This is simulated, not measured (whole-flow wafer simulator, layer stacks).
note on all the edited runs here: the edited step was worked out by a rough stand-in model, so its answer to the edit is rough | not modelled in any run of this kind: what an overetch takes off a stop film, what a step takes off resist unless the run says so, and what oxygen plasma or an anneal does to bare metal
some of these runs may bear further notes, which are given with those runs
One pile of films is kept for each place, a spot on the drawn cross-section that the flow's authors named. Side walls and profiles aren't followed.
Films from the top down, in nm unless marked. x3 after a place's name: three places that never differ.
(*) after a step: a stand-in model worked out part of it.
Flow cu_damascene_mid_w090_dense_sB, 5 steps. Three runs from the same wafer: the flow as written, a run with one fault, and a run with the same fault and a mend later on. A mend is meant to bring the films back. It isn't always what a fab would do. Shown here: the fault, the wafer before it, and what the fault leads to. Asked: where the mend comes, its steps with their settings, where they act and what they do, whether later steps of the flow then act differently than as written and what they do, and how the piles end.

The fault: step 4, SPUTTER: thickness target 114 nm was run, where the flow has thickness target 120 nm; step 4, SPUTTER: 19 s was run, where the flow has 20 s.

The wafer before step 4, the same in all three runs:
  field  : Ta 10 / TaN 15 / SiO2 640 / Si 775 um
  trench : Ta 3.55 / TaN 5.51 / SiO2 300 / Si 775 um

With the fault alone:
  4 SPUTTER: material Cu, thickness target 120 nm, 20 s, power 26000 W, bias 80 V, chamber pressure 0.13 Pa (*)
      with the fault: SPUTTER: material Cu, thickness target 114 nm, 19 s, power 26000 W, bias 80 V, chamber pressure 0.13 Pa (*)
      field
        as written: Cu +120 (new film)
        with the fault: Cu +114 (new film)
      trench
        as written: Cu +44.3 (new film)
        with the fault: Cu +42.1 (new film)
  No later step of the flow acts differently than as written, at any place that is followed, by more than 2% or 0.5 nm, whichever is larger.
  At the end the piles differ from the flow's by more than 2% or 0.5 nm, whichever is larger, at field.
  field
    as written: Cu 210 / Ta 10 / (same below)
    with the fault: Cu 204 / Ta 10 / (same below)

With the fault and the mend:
  The mend comes after step 4.
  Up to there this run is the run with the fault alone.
  4a SPUTTER: material Cu, thickness target 6 nm, 1 s, power 26000 W, bias 80 V, chamber pressure 0.13 Pa (*) (the flow's step 4 once more, with other settings)
      field
        Cu +6
      trench
        Cu +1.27
  No later step of the flow acts differently than as written, at any place that is followed, by more than 2% or 0.5 nm, whichever is larger.
  At the end the piles are the same as the flow's at every place that both follow.
